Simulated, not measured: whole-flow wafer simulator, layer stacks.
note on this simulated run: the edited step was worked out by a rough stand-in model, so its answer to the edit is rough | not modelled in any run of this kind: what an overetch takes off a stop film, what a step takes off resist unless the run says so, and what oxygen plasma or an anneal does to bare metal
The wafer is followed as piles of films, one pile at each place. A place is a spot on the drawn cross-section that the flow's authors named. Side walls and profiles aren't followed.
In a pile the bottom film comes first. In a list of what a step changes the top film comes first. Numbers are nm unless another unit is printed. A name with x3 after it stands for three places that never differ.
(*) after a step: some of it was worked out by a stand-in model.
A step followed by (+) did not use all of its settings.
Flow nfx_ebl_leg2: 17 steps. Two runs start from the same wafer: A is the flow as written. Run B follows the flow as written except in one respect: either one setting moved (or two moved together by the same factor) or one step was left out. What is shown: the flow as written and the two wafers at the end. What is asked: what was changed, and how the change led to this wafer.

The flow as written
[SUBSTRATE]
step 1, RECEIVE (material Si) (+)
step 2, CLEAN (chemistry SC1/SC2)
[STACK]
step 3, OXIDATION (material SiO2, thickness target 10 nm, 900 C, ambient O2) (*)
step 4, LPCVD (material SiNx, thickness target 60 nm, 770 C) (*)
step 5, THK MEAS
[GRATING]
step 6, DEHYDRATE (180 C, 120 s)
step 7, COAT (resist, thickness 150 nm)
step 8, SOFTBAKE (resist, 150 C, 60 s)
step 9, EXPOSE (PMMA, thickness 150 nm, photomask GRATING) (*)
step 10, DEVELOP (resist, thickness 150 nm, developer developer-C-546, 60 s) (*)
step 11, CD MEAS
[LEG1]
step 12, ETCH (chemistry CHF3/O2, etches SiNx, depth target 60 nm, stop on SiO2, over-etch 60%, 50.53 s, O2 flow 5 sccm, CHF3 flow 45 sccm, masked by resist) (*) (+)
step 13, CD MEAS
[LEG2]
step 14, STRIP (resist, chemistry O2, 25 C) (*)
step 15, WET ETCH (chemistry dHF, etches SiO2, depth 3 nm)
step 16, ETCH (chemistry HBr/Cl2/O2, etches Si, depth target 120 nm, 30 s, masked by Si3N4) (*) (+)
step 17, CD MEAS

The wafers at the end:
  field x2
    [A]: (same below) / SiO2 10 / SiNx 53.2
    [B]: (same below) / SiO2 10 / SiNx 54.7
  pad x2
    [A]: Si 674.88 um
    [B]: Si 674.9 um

The reason: step 16, ETCH: depth target 93 nm was run, though the flow has depth target 120 nm; step 16, ETCH: 23.2 s was run, where the flow has 30 s.

How this came from the change, step by step:
  step 16, ETCH (chemistry HBr/Cl2/O2, etches Si, depth target 120 nm, 30 s, masked by Si3N4) (*) (+)
      field x2: A -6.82 SiNx | B -5.27 SiNx
      pad x2: A -120 Si | B -93 Si
